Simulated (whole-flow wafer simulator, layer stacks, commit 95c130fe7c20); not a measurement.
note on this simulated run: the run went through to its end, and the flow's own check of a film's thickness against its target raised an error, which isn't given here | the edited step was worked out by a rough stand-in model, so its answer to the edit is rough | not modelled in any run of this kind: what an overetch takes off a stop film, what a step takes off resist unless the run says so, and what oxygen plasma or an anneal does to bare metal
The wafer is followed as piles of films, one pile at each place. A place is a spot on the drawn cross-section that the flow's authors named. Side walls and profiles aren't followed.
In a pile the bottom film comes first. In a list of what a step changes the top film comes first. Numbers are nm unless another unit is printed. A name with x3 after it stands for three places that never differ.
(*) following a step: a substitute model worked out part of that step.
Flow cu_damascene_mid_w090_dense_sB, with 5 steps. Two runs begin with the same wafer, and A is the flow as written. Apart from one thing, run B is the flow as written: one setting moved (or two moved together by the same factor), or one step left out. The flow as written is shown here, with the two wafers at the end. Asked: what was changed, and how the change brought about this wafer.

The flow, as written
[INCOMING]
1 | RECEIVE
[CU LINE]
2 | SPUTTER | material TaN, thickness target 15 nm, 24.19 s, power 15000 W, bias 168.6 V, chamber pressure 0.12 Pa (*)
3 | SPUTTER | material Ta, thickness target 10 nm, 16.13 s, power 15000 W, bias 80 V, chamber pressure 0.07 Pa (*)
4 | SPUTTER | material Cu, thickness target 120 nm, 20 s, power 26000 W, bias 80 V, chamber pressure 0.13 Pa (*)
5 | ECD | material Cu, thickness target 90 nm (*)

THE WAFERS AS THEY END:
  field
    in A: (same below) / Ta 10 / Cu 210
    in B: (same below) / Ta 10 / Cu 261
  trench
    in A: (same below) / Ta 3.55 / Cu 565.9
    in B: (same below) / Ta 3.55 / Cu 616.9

The reason: step 4, SPUTTER: thickness target 171 nm was run, whereas the flow has thickness target 120 nm; step 4, SPUTTER: 28.5 s was run, where the flow has 20 s.

How this came from the change, step by step:
  4 | SPUTTER | material Cu, thickness target 120 nm, 20 s, power 26000 W, bias 80 V, chamber pressure 0.13 Pa (*)
      field: A Cu gains 120 (new film) | B Cu gains 171 (new film)
      trench: A Cu gains 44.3 (new film) | B Cu gains 63.2 (new film)
  5 | ECD | material Cu, thickness target 90 nm (*)
      trench: A Cu gains 521.6 | B Cu gains 553.8
